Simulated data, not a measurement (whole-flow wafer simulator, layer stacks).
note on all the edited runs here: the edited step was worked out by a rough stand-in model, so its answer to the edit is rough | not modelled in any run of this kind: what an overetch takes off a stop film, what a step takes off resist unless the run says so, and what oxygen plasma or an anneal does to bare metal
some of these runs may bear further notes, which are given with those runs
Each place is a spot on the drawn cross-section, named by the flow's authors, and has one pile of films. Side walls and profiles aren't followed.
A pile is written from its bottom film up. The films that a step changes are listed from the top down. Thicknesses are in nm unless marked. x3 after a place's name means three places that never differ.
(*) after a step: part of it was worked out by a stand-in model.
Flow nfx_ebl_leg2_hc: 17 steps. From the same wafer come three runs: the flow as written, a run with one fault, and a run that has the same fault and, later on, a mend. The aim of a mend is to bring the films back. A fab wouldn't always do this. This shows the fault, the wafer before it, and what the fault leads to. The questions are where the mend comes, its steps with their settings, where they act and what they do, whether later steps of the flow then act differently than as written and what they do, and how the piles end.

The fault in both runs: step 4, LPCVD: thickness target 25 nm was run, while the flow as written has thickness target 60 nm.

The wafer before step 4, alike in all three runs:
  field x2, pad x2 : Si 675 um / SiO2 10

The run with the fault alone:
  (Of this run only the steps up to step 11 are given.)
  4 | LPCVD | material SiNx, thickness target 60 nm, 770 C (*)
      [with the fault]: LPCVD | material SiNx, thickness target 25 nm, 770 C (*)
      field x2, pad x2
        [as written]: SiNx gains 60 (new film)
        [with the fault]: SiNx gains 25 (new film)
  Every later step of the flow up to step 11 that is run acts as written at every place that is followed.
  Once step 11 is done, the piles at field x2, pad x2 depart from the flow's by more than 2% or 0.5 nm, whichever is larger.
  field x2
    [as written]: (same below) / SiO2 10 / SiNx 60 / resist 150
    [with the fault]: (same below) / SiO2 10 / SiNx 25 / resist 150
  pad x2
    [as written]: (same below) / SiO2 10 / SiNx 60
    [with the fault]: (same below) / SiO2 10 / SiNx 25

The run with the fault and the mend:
  After step 11 comes the mend.
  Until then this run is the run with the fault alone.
  11a | STRIP | resist, chemistry O2, 25 C (*)
      field x2
        resist loses 150 (all of it)
  11b | CLEAN | chemistry SC1/SC2 (*) (the flow's step 2 again)
      leaves every film unchanged at each place that is followed
  11c | LPCVD | material SiNx, thickness target 35 nm, 770 C (*) (the flow's step 4 again, with other settings)
      field x2, pad x2
        SiNx gains 35
  11d | DEHYDRATE | 180 C, 120 s (the flow's step 6 again)
      leaves every film unchanged at each place that is followed
  11e | COAT | resist, thickness 150 nm (the flow's step 7 again)
      field x2, pad x2
        resist gains 150 (new film)
  11f | SOFTBAKE | resist, 150 C, 60 s (the flow's step 8 again)
      leaves every film unchanged at each place that is followed
  11g | EXPOSE | PMMA, thickness 150 nm, photomask GRATING (*) (the flow's step 9 again)
      leaves every film unchanged at each place that is followed
  11h | DEVELOP | resist, thickness 150 nm, developer developer-C-546, 60 s (*) (the flow's step 10 again)
      pad x2
        resist loses 150 (all of it)
  Every later step of the flow that is run acts as written at every place that is followed.
  By the end, the piles equal the flow's at every place that both follow.
